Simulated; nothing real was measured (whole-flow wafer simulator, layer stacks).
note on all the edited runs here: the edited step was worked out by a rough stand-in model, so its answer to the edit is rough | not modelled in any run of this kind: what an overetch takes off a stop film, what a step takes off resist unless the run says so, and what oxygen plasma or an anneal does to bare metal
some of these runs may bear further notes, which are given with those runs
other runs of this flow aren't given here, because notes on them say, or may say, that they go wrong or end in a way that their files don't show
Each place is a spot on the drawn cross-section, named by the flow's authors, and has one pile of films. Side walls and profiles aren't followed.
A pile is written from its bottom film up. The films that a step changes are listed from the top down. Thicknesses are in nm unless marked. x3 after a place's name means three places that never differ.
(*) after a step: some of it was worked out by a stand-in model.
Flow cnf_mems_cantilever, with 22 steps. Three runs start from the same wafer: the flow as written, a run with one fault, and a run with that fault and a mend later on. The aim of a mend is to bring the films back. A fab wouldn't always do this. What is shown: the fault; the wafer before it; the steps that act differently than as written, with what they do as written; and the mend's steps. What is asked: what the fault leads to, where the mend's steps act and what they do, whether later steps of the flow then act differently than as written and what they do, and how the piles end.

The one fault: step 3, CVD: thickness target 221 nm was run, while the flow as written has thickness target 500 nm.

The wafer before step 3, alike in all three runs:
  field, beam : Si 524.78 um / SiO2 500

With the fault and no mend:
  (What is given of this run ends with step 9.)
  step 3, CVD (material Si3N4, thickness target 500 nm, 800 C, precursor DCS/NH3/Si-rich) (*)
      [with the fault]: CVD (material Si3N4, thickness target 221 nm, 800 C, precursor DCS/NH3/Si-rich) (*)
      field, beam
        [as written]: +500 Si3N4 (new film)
        [with the fault]: +221 Si3N4 (new film)
  None of the later steps of the flow up to step 9 acts differently than as written at any place that is followed.
  After step 9, at field, beam, the piles differ from the flow's by more than 2% or 0.5 nm, whichever is larger.
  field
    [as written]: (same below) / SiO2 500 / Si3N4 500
    [with the fault]: (same below) / SiO2 500 / Si3N4 221
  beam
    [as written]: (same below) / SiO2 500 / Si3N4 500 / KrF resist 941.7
    [with the fault]: (same below) / SiO2 500 / Si3N4 221 / KrF resist 941.7

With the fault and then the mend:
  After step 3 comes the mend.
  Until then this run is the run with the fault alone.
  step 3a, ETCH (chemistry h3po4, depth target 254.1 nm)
      field, beam
        -221 Si3N4 (all of it)
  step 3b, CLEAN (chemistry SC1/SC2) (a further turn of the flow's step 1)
      leaves every film unchanged at each place that is followed
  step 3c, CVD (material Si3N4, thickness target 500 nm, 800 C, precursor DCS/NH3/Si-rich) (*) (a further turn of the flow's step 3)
      field, beam
        +500 Si3N4 (new film)
  None of the later steps of the flow acts differently than as written at any place that is followed.
  At every place that both follow, the piles at the end match the flow's.
